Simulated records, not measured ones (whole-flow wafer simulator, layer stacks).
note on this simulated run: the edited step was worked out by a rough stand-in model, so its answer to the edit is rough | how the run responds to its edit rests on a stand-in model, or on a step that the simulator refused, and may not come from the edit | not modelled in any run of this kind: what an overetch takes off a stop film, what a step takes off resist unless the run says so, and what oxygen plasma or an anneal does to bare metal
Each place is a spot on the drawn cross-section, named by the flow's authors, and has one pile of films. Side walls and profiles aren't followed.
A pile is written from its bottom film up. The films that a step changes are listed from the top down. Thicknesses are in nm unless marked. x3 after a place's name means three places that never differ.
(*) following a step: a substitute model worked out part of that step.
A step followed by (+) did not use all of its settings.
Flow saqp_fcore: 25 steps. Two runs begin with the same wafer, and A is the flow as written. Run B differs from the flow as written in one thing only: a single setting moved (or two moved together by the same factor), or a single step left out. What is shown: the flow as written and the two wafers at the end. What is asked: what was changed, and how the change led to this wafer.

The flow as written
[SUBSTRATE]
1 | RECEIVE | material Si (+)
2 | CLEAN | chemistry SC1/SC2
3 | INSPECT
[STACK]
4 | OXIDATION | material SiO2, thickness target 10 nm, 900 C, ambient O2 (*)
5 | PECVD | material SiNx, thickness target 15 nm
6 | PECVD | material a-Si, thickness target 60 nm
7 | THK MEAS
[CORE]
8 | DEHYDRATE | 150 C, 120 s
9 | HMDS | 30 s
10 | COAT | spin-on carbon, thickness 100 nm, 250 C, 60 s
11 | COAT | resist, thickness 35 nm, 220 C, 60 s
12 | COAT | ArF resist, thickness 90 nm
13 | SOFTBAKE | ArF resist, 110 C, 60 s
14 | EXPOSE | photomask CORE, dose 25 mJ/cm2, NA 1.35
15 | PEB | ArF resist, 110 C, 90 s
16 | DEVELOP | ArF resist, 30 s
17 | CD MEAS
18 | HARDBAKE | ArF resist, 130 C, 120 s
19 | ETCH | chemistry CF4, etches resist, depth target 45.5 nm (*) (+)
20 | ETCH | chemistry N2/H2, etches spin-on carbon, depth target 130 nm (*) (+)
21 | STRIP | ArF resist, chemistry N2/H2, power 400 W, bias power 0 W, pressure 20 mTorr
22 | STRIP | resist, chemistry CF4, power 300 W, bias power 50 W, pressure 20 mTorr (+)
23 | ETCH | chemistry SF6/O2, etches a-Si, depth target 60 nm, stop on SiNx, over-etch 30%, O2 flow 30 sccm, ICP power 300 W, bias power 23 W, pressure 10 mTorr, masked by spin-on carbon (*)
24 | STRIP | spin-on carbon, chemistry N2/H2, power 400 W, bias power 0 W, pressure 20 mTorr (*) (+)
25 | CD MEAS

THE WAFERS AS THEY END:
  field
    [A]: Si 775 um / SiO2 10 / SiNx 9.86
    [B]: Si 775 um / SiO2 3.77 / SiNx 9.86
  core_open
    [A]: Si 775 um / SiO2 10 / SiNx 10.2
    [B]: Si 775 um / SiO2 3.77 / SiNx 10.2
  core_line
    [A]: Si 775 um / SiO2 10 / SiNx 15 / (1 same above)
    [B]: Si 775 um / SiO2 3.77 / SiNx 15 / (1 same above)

The reason: step 4, OXIDATION: 788 C was run, whereas the flow has 900 C.

Step by step, how the change led to this:
  4 | OXIDATION | material SiO2, thickness target 10 nm, 900 C, ambient O2 (*)
      field, core_open, core_line: A +10 SiO2 (new film), -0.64 chemical SiO2 (all of it), -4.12 Si | B +3.77 SiO2 (new film), -0.64 chemical SiO2 (all of it), -1.38 Si
